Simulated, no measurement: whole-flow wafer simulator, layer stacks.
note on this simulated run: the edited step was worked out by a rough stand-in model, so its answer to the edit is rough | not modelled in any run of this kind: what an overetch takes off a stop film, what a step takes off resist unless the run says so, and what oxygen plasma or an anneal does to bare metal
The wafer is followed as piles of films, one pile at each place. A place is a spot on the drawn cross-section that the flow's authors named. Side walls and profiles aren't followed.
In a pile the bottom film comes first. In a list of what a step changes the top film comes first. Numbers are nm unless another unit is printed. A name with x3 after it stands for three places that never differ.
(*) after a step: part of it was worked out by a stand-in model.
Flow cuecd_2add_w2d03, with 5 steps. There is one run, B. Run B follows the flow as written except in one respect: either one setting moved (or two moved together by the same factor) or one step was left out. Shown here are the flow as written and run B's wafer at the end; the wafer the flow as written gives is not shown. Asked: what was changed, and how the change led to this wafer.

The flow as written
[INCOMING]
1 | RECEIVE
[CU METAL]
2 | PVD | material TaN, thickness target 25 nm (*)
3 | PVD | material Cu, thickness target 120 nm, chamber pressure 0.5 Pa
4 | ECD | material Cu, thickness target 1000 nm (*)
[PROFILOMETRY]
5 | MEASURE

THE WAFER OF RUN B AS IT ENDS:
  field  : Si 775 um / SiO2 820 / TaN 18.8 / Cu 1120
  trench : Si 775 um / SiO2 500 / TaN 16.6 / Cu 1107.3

Cause: step 2, PVD: thickness target 18.8 nm was run, though the flow has thickness target 25 nm.
The wafer itself shows it: field has TaN 18.8, and step 2 as written asks for 25 nm.

Step by step, how the change led to this:
  2 | PVD | material TaN, thickness target 25 nm (*)
      field: +18.8 TaN (new film) (as written it would have been: +25 TaN (new film))
      trench: +16.6 TaN (new film) (as written it would have been: +22.1 TaN (new film))
